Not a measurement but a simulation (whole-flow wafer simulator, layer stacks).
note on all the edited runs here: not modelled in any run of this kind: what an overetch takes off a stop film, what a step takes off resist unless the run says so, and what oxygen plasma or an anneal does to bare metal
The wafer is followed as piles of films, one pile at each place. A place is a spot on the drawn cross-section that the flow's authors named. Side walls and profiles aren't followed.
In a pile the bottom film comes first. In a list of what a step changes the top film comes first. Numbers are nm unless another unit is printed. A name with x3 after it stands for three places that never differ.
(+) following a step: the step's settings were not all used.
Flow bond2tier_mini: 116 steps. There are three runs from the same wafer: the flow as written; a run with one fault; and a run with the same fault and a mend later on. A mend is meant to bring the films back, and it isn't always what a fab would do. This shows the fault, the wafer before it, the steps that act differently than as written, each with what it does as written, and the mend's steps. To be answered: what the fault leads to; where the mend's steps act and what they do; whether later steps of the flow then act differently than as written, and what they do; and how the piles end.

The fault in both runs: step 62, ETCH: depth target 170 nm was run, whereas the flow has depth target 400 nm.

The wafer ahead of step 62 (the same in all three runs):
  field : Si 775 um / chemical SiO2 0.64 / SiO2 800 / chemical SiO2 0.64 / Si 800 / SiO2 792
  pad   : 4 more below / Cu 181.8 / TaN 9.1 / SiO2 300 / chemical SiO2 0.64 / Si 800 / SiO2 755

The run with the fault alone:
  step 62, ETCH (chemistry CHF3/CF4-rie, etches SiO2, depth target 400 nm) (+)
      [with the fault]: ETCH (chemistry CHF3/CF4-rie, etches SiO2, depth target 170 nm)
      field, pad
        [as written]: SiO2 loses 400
        [with the fault]: SiO2 loses 170
  None of the later steps of the flow acts differently than as written at any place that is followed.
  At field, pad, the piles at the end differ from the flow's by more than 2% or 0.5 nm, whichever is larger.
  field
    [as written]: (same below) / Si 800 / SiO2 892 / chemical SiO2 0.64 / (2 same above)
    [with the fault]: (same below) / Si 800 / SiO2 1122 / chemical SiO2 0.64 / (2 same above)
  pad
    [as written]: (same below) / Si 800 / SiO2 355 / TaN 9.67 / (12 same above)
    [with the fault]: (same below) / Si 800 / SiO2 585 / TaN 9.67 / (12 same above)

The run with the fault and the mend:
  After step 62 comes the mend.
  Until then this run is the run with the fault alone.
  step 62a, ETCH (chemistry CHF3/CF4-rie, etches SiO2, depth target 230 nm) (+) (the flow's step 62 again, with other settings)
      field, pad
        SiO2 loses 230
  None of the later steps of the flow acts differently than as written at any place that is followed.
  At every place that both follow, the piles at the end match the flow's.
